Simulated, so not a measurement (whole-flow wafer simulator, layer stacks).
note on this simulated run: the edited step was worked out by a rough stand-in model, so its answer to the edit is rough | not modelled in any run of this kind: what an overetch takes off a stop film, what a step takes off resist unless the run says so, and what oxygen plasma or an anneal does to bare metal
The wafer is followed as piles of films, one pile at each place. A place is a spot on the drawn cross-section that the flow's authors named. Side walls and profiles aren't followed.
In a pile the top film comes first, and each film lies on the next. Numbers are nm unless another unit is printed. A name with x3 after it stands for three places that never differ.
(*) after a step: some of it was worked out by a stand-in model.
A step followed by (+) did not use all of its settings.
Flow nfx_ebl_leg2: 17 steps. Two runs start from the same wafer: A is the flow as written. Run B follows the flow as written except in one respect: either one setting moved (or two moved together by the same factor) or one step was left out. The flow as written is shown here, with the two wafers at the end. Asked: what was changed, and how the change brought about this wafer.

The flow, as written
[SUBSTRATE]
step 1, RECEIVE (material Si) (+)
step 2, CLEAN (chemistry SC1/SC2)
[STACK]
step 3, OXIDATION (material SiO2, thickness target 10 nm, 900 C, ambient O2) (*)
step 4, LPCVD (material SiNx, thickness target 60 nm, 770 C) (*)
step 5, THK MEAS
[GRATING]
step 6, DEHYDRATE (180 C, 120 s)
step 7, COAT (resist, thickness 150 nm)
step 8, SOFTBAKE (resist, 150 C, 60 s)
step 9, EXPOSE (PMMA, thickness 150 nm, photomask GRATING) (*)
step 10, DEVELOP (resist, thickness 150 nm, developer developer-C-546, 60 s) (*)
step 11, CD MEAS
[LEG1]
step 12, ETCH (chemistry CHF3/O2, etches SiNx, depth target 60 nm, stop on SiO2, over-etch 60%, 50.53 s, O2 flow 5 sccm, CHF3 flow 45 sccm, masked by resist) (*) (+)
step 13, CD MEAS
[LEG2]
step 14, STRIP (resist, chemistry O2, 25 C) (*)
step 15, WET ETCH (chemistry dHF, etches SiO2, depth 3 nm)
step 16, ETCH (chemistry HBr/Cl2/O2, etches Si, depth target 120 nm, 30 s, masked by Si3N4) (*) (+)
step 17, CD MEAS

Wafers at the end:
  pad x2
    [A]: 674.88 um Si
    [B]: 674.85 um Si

Cause: step 16, ETCH: depth target 144 nm was run, while the flow as written has depth target 120 nm.

Step by step, how the change led to this:
  step 16, ETCH (chemistry HBr/Cl2/O2, etches Si, depth target 120 nm, 30 s, masked by Si3N4) (*) (+)
      pad x2: A Si loses 120 | B Si loses 144
